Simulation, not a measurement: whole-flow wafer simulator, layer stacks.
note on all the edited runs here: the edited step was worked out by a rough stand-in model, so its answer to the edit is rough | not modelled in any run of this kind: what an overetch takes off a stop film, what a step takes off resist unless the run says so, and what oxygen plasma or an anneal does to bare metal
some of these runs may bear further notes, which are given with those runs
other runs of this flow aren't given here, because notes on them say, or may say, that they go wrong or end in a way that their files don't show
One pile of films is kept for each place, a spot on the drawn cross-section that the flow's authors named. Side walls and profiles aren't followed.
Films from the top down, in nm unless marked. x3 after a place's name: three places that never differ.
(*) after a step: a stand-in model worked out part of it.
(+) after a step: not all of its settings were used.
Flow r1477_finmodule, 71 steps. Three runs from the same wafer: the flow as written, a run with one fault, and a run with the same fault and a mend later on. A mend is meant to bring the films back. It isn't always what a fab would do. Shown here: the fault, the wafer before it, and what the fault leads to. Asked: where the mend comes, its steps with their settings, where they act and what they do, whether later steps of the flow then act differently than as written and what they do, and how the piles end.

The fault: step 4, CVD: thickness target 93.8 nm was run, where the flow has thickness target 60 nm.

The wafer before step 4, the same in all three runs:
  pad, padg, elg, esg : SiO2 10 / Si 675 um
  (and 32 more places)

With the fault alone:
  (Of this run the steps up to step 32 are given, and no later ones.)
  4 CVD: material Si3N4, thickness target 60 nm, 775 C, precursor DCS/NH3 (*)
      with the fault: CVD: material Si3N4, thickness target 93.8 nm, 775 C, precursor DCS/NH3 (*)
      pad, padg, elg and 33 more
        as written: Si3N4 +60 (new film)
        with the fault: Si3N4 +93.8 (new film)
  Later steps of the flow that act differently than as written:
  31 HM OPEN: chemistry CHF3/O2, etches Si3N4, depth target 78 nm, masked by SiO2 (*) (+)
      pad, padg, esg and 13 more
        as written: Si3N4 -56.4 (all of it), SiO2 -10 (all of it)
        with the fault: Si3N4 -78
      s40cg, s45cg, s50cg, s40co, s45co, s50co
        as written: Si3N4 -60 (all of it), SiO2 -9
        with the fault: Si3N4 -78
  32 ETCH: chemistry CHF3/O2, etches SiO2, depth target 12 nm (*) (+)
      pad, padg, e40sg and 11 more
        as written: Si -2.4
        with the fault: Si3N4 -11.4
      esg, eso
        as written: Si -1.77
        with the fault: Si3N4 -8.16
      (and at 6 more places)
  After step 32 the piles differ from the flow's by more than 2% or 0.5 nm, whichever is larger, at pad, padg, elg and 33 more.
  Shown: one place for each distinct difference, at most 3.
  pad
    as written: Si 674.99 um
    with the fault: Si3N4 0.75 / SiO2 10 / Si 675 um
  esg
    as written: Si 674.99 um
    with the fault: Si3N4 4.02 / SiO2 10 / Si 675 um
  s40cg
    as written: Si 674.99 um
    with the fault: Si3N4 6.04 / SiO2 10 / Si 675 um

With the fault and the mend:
  The mend comes after step 5.
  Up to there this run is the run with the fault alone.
  5a ETCH: chemistry h3po4, depth target 107.9 nm
      pad, padg, elg and 33 more
        Si3N4 -93.8 (all of it)
  5b CLEAN: chemistry SC1/SC2 (the flow's step 2 once more)
      changes no film at any place that is followed
  5c CVD: material Si3N4, thickness target 60 nm, 775 C, precursor DCS/NH3 (*) (the flow's step 4 once more)
      pad, padg, elg and 33 more
        Si3N4 +60 (new film)
  No later step of the flow acts differently than as written at any place that is followed.
  At the end the piles are the same as the flow's at every place that both follow.
